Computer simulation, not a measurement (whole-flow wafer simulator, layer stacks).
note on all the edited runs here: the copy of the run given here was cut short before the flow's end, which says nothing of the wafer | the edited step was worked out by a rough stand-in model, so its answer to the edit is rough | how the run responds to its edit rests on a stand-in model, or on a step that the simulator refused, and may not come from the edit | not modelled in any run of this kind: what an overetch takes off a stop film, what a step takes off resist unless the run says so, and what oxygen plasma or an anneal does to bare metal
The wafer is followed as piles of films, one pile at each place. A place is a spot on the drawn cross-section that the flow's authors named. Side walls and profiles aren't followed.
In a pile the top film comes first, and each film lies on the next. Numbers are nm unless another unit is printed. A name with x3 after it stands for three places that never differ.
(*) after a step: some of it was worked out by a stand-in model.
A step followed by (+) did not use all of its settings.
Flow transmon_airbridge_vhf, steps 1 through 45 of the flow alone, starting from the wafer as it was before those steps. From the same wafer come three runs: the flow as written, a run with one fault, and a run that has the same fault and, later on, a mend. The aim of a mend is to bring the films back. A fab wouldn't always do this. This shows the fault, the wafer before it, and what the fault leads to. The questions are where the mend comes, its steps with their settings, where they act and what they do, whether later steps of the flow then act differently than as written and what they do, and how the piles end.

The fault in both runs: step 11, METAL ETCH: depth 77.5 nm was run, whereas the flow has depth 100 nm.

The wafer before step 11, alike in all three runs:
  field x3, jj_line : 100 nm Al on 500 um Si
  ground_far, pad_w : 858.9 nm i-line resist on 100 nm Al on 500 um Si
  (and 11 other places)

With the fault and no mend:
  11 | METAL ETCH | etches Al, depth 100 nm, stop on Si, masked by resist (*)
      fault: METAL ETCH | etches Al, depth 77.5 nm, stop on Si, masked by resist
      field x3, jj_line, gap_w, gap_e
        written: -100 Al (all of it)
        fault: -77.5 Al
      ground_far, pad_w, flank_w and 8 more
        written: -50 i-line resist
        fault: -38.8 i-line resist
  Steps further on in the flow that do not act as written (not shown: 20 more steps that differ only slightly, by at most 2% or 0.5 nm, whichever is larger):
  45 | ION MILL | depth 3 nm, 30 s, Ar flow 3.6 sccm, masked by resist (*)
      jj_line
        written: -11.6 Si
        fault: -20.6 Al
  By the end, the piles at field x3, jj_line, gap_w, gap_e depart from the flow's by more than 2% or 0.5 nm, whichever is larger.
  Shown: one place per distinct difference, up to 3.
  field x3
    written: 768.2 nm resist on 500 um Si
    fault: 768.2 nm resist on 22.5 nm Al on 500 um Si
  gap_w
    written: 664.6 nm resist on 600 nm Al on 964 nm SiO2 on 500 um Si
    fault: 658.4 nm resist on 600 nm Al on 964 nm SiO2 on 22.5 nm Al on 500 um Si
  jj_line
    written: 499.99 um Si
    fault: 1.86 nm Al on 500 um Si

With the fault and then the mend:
  The mend follows step 12.
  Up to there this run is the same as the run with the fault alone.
  12a | COAT | i-line resist, thickness 900 nm (*) (the flow's step 6, run once more)
      field x3, jj_line, trace_open_s x2, margin_s, bridge_strip, margin_n
        +900 i-line resist (new film)
      pad_w, pad_e
        +890.5 i-line resist (new film)
      flank_w, flank_e
        +881.8 i-line resist (new film)
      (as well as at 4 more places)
  12b | SOFTBAKE | i-line resist, 90 C, 90 s (the flow's step 7, run once more)
      flank_w, flank_e
        -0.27 i-line resist
      gap_w, gap_e
        +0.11 i-line resist
      cpw_trace
        -0.06 i-line resist
  12c | EXPOSE | i-line resist, thickness 900 nm, photomask AB CPW, dose 155.4 mJ/cm2, NA 0.45, wavelength 365 nm (*) (the flow's step 8, run once more)
      alters no film at any place that is followed
  12d | PEB | i-line resist, 110 C, 60 s (the flow's step 9, run once more)
      field x3, jj_line, trace_open_s x2, margin_s, bridge_strip, margin_n
        -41 i-line resist
      pad_w, pad_e
        -40.6 i-line resist
      flank_w, flank_e
        -40.2 i-line resist
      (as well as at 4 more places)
  12e | DEVELOP | i-line resist, thickness 900 nm, developer developer-B, 60 s (the flow's step 10, run once more)
      pad_w, flank_w, cpw_trace and 7 more
        -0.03 i-line resist
      field x3, jj_line
        -859 i-line resist (all of it)
      gap_w, gap_e
        -899.4 i-line resist (all of it)
  12f | METAL ETCH | etches Al, depth 22.5 nm, stop on Si, masked by resist (*) (the flow's step 11, run once more with other settings)
      ground_far, pad_w, flank_w and 8 more
        -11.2 i-line resist
      field x3, jj_line, gap_w, gap_e
        -22.5 Al (all of it)
  12g | STRIP | i-line resist, 80 C, 600 s (*) (+) (the flow's step 12, run once more)
      trace_open_s x2, margin_s, bridge_strip, margin_n
        -847.7 i-line resist (all of it)
      pad_w, pad_e
        -838.6 i-line resist (all of it)
      flank_w, flank_e
        -830.1 i-line resist (all of it)
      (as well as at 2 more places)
  Later steps of the flow that are run all act as written at every place that is followed.
  At every place that both follow, the piles at the end match the flow's.
